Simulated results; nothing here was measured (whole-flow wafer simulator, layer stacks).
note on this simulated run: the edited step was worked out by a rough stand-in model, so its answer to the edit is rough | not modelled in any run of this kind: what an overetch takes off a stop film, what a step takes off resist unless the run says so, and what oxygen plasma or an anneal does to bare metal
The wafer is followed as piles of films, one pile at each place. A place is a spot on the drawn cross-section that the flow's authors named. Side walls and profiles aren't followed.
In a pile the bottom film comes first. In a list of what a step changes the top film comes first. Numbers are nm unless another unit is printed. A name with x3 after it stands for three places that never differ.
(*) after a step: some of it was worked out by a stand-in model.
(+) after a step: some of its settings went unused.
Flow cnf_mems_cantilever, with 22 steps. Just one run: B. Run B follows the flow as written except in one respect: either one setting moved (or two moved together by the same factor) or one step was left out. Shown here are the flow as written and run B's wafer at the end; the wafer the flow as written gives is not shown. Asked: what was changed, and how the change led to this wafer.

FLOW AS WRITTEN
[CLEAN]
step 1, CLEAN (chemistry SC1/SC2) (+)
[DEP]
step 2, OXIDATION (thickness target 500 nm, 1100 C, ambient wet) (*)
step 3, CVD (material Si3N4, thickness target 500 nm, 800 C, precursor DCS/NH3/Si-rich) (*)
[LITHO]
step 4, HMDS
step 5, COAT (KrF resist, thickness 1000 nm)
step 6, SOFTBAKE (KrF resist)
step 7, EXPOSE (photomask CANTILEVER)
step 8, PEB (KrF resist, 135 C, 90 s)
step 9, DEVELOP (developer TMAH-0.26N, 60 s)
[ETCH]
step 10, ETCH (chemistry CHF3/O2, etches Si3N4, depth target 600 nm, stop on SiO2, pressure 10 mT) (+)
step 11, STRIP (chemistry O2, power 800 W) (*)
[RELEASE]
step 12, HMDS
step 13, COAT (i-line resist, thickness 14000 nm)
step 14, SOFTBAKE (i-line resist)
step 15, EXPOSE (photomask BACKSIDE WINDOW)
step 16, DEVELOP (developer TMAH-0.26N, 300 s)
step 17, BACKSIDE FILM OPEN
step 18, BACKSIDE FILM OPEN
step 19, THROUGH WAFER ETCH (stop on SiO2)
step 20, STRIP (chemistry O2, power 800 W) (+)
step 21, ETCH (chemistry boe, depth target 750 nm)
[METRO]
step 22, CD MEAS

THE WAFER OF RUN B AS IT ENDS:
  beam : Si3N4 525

Cause: step 3, CVD: thickness target 525 nm was run, whereas the flow has thickness target 500 nm.
The wafer itself shows it: beam has Si3N4 525, and step 3 as written asks for 500 nm.

The path from the change to this, step by step:
  step 3, CVD (material Si3N4, thickness target 500 nm, 800 C, precursor DCS/NH3/Si-rich) (*)
      field, beam: Si3N4 gains 525 (new film) (in the flow as written it would be: Si3N4 gains 500 (new film))
  step 10, ETCH (chemistry CHF3/O2, etches Si3N4, depth target 600 nm, stop on SiO2, pressure 10 mT) (+)
      field: Si3N4 loses 525 (all of it) (in the flow as written it would be: Si3N4 loses 500 (all of it))
